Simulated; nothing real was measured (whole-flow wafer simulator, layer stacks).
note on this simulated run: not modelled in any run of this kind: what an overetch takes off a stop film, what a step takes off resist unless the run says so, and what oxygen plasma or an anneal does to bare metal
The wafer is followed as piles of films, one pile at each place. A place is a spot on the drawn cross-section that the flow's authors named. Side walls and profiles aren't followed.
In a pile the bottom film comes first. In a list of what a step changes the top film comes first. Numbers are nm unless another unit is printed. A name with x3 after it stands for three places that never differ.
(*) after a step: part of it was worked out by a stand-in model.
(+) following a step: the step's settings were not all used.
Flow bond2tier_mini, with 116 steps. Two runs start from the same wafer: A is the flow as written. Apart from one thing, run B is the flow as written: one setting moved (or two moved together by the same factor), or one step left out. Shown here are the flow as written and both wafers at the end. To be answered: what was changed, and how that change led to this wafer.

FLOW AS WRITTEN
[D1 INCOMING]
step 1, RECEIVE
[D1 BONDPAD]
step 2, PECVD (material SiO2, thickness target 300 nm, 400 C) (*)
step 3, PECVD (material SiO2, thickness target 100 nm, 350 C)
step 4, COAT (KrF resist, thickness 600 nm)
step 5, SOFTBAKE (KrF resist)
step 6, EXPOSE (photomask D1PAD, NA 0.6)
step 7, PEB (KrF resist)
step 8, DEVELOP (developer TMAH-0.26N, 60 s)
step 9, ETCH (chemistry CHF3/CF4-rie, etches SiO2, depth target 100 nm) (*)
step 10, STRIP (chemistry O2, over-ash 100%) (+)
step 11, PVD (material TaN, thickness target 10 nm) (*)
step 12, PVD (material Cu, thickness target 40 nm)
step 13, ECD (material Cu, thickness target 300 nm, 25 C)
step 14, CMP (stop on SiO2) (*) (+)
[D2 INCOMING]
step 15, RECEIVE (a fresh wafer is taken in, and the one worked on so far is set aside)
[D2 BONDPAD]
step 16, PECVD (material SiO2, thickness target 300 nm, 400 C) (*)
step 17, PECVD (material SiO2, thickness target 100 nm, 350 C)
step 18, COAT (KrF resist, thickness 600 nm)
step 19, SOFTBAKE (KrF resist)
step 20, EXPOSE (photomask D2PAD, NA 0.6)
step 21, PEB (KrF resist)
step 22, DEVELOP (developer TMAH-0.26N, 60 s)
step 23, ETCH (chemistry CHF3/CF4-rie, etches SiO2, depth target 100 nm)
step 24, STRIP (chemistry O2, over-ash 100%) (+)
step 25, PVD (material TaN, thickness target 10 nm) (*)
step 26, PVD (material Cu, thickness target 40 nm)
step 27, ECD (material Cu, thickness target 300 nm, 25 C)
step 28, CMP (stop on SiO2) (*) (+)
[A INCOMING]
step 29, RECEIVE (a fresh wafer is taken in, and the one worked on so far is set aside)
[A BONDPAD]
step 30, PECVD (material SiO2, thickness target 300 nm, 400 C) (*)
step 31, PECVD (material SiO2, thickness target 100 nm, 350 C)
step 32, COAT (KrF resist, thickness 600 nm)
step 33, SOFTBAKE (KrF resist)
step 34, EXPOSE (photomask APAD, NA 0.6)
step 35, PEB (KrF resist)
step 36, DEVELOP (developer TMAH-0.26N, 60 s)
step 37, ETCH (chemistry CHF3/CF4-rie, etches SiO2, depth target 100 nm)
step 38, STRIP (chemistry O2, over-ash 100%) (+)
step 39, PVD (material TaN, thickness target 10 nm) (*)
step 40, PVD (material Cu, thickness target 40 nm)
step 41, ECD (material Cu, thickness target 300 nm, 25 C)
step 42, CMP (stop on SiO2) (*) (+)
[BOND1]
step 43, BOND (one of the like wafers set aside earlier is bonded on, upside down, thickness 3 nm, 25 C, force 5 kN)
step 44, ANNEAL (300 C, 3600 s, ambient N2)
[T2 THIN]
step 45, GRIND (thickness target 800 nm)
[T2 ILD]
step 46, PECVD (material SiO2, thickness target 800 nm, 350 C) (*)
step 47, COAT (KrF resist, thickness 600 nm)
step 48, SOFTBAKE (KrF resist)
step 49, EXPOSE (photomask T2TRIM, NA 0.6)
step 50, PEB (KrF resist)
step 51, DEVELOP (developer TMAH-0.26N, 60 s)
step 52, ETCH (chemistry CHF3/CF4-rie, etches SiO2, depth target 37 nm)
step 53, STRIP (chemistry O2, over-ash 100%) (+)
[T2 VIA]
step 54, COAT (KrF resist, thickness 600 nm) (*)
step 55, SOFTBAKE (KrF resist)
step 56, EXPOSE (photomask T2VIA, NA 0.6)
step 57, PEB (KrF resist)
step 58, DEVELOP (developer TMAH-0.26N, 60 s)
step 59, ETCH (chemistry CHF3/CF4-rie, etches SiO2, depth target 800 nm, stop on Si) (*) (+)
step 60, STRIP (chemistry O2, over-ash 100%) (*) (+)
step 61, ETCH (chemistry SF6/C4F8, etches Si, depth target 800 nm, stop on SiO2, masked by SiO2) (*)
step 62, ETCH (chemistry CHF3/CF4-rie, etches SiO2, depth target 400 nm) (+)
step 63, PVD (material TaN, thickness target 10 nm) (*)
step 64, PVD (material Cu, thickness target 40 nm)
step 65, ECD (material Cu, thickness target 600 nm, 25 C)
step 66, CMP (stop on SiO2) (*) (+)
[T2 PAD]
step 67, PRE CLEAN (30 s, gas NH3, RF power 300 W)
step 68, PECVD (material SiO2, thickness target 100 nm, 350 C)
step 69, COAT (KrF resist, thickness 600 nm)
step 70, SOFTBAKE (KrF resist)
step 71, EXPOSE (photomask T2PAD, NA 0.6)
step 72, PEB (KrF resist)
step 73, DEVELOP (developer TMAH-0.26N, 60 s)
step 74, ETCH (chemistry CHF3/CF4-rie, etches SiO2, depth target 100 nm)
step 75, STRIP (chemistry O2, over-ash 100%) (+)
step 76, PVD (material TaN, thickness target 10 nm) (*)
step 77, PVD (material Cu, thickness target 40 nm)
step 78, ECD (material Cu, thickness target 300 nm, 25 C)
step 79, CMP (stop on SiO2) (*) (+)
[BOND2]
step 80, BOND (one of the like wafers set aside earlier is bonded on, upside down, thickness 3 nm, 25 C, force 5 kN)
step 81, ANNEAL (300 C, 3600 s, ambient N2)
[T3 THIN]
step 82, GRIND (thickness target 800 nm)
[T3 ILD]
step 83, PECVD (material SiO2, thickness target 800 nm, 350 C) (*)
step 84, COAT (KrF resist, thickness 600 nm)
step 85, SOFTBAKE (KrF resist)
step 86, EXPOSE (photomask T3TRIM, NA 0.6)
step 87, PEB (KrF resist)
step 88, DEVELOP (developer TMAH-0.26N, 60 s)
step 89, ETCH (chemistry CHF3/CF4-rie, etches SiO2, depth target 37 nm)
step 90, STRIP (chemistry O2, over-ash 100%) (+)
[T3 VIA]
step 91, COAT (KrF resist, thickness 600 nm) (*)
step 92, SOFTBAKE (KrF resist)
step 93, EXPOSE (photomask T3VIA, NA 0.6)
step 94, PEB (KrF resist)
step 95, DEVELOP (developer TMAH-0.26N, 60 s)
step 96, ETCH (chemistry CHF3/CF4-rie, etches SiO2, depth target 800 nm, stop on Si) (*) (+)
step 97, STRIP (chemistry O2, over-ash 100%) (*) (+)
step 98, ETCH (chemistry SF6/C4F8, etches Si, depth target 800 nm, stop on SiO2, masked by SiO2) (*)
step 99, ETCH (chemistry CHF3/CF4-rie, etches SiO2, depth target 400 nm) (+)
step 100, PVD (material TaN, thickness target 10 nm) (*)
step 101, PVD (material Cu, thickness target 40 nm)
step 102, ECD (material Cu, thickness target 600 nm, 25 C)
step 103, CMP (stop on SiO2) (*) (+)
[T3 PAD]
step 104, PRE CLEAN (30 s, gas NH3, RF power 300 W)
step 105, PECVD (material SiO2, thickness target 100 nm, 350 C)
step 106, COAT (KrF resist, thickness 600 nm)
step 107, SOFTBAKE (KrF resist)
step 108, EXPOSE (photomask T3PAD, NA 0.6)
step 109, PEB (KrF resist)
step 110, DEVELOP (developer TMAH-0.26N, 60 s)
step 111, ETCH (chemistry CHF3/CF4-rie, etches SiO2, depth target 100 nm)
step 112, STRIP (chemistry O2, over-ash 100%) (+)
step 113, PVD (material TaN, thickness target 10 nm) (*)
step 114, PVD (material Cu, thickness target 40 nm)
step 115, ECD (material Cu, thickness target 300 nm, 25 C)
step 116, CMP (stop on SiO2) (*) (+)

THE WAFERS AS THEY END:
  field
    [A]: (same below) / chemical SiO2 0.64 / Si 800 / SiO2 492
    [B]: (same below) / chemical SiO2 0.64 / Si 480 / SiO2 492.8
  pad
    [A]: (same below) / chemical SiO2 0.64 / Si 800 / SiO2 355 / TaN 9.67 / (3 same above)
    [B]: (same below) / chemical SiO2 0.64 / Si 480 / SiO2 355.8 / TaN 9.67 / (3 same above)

The reason: step 82, GRIND: thickness target 480 nm was run, whereas the flow has thickness target 800 nm.
The wafer itself shows it: field has Si 480, and step 82 as written asks for 800 nm.

The path from the change to this, step by step:
  step 82, GRIND (thickness target 800 nm)
      field, pad: A -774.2 um Si | B -774.52 um Si
  step 98, ETCH (chemistry SF6/C4F8, etches Si, depth target 800 nm, stop on SiO2, masked by SiO2) (*)
      field, pad: A -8 SiO2 | B -7.2 SiO2
